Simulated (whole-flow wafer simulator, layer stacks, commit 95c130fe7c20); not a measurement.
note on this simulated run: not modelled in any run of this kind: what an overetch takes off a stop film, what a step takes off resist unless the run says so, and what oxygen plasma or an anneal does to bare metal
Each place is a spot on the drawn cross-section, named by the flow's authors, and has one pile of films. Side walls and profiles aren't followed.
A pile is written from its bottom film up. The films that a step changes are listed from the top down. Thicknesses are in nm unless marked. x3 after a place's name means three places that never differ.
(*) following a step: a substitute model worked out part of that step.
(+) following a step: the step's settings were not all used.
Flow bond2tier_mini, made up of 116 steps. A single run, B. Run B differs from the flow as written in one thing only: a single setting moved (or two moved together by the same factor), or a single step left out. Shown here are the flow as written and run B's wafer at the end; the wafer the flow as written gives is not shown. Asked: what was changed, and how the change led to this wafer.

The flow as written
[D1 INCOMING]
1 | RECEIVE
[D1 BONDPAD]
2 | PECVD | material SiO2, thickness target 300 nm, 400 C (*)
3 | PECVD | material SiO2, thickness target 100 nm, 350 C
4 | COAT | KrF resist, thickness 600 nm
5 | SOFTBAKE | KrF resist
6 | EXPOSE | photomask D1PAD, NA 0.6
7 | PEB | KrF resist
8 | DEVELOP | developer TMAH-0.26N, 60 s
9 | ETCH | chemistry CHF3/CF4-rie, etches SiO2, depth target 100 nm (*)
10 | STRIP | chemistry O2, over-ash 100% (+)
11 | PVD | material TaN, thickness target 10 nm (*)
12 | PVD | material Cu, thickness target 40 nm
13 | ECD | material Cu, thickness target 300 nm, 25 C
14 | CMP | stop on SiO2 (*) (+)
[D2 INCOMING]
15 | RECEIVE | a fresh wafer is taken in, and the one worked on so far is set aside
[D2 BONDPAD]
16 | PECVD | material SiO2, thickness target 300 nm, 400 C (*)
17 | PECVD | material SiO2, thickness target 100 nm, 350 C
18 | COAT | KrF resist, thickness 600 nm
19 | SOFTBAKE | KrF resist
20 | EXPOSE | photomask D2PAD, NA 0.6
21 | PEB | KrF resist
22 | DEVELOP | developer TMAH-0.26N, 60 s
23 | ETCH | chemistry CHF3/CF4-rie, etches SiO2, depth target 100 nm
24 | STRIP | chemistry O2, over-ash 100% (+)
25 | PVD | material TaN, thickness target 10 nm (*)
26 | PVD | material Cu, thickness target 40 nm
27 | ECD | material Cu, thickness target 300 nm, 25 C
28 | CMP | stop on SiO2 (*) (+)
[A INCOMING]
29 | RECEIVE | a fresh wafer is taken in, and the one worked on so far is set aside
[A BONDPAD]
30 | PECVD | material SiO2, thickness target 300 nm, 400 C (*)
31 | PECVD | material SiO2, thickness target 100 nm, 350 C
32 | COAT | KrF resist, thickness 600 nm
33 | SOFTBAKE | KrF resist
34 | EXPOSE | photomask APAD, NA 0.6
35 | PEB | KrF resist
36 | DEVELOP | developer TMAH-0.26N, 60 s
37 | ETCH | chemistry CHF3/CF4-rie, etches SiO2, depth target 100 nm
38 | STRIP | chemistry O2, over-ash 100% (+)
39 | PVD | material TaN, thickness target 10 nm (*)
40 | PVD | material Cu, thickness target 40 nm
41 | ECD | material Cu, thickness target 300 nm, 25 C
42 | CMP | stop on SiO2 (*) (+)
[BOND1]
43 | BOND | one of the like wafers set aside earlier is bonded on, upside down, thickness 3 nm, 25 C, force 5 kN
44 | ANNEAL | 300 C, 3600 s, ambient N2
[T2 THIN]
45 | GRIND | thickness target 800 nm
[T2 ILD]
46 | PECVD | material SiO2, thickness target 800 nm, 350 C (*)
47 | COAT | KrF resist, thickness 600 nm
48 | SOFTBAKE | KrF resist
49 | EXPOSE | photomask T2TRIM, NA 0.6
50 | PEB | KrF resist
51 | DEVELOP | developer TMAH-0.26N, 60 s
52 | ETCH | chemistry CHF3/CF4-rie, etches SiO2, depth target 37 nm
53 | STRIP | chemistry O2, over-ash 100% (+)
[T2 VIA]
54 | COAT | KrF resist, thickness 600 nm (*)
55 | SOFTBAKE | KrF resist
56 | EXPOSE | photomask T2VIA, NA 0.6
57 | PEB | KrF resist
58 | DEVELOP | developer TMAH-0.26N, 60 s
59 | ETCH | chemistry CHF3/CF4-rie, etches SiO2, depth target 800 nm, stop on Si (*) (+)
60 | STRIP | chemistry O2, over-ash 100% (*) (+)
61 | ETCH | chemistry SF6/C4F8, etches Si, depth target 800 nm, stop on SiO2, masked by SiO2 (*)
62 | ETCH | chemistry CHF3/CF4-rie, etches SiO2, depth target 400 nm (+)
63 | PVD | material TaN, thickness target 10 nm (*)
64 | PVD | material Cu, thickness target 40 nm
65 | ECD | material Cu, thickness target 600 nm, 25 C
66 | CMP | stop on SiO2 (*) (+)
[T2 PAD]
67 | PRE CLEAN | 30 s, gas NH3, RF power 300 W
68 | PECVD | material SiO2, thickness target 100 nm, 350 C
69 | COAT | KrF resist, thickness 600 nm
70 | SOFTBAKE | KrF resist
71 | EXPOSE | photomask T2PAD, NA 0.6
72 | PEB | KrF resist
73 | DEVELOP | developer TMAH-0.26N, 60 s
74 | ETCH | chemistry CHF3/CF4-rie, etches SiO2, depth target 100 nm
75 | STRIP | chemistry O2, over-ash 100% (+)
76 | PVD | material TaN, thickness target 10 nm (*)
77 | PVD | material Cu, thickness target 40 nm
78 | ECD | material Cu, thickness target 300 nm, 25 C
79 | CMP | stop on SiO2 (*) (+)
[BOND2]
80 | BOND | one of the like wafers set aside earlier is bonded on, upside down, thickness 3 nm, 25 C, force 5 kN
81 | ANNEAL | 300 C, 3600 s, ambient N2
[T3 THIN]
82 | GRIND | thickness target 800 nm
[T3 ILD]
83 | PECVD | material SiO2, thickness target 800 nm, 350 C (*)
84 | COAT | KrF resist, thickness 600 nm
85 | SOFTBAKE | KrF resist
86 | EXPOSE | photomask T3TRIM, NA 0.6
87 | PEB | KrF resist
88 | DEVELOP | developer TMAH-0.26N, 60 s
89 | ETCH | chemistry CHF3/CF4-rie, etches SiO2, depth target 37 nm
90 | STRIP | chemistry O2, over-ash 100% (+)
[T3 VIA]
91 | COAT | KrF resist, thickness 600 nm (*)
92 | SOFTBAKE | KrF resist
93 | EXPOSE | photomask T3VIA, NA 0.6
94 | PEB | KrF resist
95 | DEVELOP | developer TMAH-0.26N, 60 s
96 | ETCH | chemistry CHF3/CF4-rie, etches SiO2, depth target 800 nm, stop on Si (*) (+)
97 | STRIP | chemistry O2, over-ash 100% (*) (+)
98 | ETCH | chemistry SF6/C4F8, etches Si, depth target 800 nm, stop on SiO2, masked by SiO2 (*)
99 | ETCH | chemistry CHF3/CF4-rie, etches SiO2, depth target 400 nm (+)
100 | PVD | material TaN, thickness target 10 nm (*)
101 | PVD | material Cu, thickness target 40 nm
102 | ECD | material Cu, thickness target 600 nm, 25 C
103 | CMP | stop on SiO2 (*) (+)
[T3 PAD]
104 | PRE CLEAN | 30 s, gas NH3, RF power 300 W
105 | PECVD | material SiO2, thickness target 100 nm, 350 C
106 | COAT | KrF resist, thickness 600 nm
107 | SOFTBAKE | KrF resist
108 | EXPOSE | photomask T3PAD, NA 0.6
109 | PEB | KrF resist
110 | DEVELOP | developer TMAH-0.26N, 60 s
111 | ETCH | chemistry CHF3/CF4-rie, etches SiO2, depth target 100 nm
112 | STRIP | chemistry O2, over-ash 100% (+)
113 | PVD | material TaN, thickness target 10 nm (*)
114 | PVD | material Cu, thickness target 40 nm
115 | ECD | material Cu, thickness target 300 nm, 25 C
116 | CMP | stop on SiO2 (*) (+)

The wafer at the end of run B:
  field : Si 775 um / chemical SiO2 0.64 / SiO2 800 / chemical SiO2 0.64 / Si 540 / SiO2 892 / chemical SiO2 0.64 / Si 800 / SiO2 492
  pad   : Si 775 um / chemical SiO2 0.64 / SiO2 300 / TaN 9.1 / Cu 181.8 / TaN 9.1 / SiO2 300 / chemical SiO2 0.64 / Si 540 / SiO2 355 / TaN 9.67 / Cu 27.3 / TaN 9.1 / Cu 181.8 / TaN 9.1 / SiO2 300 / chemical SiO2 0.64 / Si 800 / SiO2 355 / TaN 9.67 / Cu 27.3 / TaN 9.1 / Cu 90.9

What caused this: step 45, GRIND: thickness target 540 nm was run, though the flow has thickness target 800 nm.
The wafer lets one read it off: field has Si 540, and step 45 as written asks for 800 nm.

The path from the change to this, step by step:
  45 | GRIND | thickness target 800 nm
      field, pad, via: Si loses 774.46 um (as written it would have been: Si loses 774.2 um)
